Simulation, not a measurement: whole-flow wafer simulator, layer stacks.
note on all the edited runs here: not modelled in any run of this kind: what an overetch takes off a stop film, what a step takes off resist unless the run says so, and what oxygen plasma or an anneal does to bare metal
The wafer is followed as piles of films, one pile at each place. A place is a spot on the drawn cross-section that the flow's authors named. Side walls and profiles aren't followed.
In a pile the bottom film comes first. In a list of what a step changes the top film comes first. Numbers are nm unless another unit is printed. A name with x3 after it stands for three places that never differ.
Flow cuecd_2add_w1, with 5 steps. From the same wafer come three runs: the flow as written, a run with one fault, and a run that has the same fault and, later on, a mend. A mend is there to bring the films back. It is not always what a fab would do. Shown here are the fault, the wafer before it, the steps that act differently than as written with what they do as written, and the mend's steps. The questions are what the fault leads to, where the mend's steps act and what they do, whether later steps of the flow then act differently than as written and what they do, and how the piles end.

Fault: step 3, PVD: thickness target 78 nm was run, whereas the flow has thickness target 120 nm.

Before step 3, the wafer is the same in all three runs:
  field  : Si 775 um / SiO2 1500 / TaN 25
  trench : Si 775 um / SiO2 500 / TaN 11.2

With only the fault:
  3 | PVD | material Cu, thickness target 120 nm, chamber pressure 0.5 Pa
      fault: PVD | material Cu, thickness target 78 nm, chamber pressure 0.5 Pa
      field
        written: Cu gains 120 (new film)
        fault: Cu gains 78 (new film)
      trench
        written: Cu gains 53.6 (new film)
        fault: Cu gains 35.3 (new film)
  None of the later steps of the flow differs from how it acts as written, at any place that is followed, by more than 2% or 0.5 nm, whichever is larger.
  The piles end different from the flow's at field by more than 2% or 0.5 nm, whichever is larger.
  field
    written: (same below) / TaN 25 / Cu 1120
    fault: (same below) / TaN 25 / Cu 1078

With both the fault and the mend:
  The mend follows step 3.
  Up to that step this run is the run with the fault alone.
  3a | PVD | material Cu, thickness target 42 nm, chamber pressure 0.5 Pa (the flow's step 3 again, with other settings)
      field
        Cu gains 42
      trench
        Cu gains 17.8
  None of the later steps of the flow differs from how it acts as written, at any place that is followed, by more than 2% or 0.5 nm, whichever is larger.
  At every place that both follow, the piles at the end match the flow's.
